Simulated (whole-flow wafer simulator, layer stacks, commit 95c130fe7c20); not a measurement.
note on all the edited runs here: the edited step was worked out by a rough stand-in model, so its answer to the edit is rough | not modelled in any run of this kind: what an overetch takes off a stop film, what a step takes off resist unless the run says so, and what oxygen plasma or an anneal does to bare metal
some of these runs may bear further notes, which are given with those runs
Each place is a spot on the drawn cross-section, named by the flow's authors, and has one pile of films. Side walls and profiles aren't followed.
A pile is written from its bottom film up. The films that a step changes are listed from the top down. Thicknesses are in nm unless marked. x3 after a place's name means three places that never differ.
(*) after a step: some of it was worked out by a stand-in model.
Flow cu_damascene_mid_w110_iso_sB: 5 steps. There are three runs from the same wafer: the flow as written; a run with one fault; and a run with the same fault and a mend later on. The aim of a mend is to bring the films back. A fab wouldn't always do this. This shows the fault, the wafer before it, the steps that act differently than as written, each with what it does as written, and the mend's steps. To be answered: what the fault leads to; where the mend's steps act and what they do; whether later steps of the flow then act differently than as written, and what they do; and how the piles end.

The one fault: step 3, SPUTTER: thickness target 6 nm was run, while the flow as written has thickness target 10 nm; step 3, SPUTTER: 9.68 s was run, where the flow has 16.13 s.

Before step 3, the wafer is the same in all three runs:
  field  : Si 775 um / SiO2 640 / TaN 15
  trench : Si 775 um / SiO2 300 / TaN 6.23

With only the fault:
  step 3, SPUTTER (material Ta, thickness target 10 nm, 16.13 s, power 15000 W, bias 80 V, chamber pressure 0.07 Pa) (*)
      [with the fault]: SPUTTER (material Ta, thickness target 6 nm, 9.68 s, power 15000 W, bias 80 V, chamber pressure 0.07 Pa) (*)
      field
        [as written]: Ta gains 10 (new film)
        [with the fault]: Ta gains 6 (new film)
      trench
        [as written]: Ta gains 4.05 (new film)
        [with the fault]: Ta gains 2.43 (new film)
  Every later step of the flow that is run acts as written, at every place that is followed, to within 2% or 0.5 nm, whichever is larger.
  The piles end different from the flow's at field, trench by more than 2% or 0.5 nm, whichever is larger.
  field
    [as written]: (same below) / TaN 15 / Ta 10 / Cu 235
    [with the fault]: (same below) / TaN 15 / Ta 6 / Cu 235
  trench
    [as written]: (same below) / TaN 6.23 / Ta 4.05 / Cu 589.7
    [with the fault]: (same below) / TaN 6.23 / Ta 2.43 / Cu 587.3

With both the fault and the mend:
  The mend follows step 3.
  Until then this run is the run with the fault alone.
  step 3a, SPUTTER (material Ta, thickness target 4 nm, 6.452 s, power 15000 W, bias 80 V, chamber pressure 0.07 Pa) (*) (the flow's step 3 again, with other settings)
      field
        Ta gains 4
      trench
        Ta gains 1.58
  Every later step of the flow that is run acts as written at every place that is followed.
  The piles end only slightly different from the flow's at the places that both follow, by no more than 2% or 0.5 nm, whichever is larger.
